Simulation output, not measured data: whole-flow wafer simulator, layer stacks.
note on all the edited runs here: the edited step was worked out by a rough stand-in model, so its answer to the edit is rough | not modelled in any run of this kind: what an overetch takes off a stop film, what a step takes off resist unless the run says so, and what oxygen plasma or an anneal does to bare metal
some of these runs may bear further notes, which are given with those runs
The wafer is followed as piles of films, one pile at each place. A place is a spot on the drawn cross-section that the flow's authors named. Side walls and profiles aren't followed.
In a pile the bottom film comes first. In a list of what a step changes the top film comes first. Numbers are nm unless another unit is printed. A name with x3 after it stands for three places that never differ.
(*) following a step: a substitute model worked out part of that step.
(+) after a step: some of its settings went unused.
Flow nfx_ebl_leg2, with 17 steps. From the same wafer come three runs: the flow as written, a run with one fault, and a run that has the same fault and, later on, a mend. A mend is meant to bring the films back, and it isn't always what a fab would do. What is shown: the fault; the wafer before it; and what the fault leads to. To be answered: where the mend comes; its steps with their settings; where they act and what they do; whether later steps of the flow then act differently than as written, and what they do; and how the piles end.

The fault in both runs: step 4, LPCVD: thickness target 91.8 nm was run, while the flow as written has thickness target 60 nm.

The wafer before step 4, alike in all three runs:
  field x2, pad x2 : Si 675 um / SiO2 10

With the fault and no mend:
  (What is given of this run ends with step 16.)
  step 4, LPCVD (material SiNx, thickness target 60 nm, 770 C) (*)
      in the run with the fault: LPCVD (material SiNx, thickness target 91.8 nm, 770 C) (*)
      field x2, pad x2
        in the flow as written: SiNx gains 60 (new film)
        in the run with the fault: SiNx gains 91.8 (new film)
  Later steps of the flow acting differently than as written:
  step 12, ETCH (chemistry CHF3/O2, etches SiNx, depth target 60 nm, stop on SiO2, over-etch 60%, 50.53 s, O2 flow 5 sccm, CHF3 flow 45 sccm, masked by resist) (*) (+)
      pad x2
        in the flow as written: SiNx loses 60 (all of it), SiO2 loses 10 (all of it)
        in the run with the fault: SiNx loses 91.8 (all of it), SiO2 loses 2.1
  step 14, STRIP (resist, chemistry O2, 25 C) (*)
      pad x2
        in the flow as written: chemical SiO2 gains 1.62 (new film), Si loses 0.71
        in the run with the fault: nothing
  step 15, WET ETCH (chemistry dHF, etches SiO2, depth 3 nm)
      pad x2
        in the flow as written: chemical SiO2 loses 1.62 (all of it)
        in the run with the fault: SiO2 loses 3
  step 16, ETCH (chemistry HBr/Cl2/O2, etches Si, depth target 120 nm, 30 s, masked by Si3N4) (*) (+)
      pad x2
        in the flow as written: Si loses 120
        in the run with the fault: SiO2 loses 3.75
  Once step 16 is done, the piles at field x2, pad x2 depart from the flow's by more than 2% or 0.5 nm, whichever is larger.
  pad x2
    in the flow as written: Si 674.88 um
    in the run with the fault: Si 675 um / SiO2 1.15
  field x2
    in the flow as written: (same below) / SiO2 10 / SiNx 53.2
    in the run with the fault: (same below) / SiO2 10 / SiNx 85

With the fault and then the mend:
  The mend follows step 5.
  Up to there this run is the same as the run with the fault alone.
  step 5a, ETCH (chemistry h3po4, depth target 105.6 nm)
      field x2, pad x2
        SiNx loses 91.8 (all of it)
  step 5b, CLEAN (chemistry SC1/SC2) (the flow's step 2, run once more)
      does not change any film at any place that is followed
  step 5c, LPCVD (material SiNx, thickness target 60 nm, 770 C) (*) (the flow's step 4, run once more)
      field x2, pad x2
        SiNx gains 60 (new film)
  None of the later steps of the flow acts differently than as written at any place that is followed.
  By the end, the piles equal the flow's at every place that both follow.
